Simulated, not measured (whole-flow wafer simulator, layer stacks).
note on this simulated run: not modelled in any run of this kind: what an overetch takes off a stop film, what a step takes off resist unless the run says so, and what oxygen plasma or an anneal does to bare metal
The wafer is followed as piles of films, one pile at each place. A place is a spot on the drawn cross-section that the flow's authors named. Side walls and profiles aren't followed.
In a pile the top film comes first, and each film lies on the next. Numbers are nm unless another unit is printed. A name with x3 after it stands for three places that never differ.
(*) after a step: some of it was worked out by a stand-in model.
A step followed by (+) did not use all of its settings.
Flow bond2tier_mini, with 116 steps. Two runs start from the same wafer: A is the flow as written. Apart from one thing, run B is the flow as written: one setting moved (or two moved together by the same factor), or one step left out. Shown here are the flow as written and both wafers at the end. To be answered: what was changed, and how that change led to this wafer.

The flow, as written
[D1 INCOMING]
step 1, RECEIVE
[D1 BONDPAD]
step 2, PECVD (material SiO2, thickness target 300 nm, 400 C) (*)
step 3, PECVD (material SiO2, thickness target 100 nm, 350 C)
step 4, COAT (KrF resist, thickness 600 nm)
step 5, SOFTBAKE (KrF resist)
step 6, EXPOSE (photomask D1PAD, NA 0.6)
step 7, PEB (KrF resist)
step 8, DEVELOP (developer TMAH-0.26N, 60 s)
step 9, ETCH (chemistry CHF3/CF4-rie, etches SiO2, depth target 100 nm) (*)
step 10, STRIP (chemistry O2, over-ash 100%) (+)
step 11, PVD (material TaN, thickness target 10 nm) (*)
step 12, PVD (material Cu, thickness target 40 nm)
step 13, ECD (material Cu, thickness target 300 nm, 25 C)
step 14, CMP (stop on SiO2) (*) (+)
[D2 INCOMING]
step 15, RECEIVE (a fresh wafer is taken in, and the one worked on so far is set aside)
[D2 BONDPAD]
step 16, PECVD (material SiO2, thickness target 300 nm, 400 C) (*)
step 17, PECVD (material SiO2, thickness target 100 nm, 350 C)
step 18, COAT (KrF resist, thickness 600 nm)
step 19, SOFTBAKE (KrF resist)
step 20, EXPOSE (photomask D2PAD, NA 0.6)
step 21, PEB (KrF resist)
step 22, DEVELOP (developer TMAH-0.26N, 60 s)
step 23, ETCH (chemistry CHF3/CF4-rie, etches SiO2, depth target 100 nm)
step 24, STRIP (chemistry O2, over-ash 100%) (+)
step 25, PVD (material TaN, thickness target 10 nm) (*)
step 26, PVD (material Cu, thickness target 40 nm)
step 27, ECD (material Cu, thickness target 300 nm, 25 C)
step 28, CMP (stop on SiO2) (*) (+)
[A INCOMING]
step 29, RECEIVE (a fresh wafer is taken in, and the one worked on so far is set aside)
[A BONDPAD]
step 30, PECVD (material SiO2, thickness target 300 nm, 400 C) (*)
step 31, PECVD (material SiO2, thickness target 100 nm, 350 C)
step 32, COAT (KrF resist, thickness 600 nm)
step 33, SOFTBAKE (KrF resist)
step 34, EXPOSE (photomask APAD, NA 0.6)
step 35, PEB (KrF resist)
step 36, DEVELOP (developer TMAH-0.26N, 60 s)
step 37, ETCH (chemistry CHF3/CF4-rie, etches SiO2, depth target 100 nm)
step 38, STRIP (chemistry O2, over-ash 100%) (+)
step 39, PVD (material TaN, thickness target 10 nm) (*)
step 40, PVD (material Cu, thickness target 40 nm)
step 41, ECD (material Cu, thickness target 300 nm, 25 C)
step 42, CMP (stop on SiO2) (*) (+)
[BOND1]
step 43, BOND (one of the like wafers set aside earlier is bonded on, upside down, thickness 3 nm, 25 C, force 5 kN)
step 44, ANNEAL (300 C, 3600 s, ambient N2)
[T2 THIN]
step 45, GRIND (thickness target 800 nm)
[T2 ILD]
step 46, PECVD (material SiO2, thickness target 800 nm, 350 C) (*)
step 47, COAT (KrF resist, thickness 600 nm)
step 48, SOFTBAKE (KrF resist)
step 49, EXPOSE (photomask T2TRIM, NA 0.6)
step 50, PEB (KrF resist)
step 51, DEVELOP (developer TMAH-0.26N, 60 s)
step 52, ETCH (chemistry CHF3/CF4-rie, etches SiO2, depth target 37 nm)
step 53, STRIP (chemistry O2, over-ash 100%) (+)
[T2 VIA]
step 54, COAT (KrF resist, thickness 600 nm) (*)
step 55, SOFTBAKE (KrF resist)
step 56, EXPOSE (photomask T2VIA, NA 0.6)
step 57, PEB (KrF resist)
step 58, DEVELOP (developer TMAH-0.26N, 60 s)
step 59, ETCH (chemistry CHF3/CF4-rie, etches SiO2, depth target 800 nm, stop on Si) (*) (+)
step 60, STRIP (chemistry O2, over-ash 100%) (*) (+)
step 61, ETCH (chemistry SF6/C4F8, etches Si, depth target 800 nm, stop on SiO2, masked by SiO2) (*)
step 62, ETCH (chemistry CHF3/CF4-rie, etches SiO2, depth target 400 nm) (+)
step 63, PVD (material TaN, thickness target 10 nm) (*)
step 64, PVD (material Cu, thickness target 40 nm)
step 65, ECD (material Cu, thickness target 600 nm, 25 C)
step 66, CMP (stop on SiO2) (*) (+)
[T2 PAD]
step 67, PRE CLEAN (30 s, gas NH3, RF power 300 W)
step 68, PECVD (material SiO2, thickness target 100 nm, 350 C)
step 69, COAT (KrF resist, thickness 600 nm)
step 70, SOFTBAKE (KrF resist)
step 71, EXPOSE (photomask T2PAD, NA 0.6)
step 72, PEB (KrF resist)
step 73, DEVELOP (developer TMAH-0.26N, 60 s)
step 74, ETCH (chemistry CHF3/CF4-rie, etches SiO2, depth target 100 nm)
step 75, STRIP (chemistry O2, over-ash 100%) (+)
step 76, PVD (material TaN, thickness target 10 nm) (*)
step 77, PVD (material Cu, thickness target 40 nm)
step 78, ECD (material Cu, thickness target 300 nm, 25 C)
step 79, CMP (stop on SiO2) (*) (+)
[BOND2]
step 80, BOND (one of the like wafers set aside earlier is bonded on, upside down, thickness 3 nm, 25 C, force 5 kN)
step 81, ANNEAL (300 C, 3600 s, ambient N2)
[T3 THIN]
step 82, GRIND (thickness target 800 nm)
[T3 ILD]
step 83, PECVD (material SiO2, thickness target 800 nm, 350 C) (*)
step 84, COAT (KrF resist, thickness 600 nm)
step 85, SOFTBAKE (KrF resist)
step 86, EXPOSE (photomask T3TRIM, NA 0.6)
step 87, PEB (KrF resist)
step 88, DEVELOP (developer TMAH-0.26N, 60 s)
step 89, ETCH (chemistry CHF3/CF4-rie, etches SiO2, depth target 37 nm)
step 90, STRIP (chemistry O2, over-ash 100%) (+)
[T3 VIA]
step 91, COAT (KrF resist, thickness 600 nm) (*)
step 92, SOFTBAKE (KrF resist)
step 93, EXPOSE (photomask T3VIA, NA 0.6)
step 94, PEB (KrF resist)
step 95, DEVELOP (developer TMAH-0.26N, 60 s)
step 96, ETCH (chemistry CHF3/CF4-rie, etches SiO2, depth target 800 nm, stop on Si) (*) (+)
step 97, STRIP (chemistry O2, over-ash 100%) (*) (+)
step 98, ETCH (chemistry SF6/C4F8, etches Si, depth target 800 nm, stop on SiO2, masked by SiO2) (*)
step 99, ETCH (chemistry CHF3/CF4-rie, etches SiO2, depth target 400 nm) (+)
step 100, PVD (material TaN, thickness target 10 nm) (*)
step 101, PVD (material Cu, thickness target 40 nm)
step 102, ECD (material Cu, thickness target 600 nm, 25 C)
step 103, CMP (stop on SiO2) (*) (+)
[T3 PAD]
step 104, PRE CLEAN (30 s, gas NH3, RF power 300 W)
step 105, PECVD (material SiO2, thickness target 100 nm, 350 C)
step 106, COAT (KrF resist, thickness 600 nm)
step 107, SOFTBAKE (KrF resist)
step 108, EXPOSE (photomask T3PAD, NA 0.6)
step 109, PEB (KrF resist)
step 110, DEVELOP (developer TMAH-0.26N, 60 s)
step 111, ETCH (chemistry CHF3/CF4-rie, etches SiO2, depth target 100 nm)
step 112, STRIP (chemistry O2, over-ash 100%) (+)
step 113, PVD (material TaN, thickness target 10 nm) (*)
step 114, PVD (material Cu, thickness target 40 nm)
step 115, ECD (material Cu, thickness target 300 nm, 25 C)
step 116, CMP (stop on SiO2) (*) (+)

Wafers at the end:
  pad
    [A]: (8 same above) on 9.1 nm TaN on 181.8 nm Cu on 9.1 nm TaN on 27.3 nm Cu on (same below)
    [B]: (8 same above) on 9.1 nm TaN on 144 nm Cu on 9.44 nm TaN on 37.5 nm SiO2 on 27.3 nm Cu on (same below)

What caused this: step 74, ETCH: depth target 62.5 nm was run, whereas the flow has depth target 100 nm.

Step by step, how the change led to this:
  step 74, ETCH (chemistry CHF3/CF4-rie, etches SiO2, depth target 100 nm)
      pad: A SiO2 loses 100 (all of it) | B SiO2 loses 62.5
      field: A KrF resist loses 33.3 | B KrF resist loses 20.8
  step 75, STRIP (chemistry O2, over-ash 100%) (+)
      field: A KrF resist loses 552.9 (all of it) | B KrF resist loses 565.4 (all of it)
  step 77, PVD (material Cu, thickness target 40 nm)
      pad: A Cu gains 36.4 (new film) | B Cu gains 37.7 (new film)
  step 78, ECD (material Cu, thickness target 300 nm, 25 C)
      pad: A Cu gains 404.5 | B Cu gains 365.3
Taking metal films that touch as one body, pad has 4 bodies (between them, from the top down: SiO2 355 / Si 800 / chemical SiO2 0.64 / SiO2 300; SiO2 37.5; SiO2 355 / Si 800 / chemical SiO2 0.64 / SiO2 300); the flow as written gives 3 bodies (between them, from the top down: SiO2 355 / Si 800 / chemical SiO2 0.64 / SiO2 300; SiO2 355 / Si 800 / chemical SiO2 0.64 / SiO2 300).
